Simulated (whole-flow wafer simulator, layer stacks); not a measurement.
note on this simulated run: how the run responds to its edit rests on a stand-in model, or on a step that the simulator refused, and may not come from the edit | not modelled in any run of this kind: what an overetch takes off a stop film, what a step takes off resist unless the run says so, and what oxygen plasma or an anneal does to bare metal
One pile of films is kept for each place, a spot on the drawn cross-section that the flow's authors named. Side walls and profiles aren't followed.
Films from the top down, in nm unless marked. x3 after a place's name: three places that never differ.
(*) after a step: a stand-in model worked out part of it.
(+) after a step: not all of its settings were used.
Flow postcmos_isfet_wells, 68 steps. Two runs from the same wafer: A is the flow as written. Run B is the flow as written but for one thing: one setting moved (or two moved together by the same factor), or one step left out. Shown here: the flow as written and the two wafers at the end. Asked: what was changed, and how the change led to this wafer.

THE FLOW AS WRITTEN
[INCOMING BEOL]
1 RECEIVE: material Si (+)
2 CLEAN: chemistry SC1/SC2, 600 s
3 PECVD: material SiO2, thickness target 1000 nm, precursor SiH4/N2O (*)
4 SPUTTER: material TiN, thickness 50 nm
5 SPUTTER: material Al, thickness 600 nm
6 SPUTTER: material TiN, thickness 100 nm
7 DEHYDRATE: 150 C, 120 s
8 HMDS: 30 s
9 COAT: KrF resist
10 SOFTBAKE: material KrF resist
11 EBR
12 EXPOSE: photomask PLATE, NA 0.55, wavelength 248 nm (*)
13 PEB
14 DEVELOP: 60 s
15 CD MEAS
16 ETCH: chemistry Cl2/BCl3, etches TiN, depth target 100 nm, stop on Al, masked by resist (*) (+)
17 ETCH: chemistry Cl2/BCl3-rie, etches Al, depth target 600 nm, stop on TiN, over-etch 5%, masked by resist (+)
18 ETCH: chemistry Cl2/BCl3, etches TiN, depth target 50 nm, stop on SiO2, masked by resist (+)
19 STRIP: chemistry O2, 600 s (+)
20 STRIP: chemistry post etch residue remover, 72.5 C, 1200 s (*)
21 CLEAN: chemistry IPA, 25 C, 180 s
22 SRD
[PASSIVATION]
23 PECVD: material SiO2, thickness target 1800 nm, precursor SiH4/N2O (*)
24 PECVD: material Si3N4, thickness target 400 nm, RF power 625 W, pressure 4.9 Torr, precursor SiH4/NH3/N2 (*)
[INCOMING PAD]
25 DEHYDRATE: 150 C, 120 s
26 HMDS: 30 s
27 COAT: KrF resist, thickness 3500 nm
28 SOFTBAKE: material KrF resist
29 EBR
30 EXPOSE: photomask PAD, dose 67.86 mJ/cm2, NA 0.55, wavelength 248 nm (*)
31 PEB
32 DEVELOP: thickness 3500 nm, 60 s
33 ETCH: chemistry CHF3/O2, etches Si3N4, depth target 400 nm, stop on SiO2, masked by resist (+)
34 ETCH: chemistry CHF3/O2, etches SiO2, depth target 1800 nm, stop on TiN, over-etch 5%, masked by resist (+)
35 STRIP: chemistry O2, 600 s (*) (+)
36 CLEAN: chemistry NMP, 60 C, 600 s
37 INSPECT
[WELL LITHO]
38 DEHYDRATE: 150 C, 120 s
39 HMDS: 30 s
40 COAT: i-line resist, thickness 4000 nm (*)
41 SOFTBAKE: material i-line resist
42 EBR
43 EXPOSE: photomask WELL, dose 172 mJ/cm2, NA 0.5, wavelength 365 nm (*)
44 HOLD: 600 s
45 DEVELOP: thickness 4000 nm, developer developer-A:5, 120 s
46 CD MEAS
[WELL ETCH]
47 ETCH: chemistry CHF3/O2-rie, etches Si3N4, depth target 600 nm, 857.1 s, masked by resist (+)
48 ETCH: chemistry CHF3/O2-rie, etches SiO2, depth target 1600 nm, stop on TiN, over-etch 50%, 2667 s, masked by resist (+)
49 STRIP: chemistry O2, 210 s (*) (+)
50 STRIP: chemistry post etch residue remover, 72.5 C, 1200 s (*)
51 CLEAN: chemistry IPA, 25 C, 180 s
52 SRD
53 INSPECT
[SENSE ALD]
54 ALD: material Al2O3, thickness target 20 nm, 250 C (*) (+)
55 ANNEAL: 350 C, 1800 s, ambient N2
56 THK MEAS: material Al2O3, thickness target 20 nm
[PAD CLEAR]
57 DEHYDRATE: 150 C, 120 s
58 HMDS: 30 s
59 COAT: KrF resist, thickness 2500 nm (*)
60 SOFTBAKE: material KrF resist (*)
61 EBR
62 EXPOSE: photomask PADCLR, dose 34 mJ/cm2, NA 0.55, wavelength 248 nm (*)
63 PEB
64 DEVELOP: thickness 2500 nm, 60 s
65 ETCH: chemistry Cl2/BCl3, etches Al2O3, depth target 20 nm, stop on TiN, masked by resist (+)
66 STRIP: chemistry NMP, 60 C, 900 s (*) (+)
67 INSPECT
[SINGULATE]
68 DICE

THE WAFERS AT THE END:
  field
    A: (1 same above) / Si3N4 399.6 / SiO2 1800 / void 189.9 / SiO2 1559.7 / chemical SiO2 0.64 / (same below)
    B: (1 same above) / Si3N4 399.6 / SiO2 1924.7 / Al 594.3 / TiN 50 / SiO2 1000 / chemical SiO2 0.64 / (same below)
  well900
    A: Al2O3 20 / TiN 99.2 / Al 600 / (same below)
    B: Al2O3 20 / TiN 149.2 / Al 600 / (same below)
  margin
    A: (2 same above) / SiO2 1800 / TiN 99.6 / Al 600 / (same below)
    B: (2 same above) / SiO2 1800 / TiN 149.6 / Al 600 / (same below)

The cause: step 6, SPUTTER: thickness 150 nm was run, where the flow has thickness 100 nm.

How the change led to this, step by step:
  6 SPUTTER: material TiN, thickness 100 nm
      field, margin, well900 and 6 more: A TiN +100 (new film) | B TiN +150 (new film)
  16 ETCH: chemistry Cl2/BCl3, etches TiN, depth target 100 nm, stop on Al, masked by resist (*) (+)
      field: A TiN -100 (all of it) | B TiN -100
  17 ETCH: chemistry Cl2/BCl3-rie, etches Al, depth target 600 nm, stop on TiN, over-etch 5%, masked by resist (+)
      field: A Al -600 (all of it) | B nothing
  20 STRIP: chemistry post etch residue remover, 72.5 C, 1200 s (*)
      field: A nothing | B Al -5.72
  23 PECVD: material SiO2, thickness target 1800 nm, precursor SiH4/N2O (*)
      field: A SiO2 +1800 (new film), void +189.9 (new film), SiO2 +559.7 | B SiO2 +1924.7 (new film)
Counting metal films that touch as one body, field has 1 body; the flow as written gives 0 bodies.
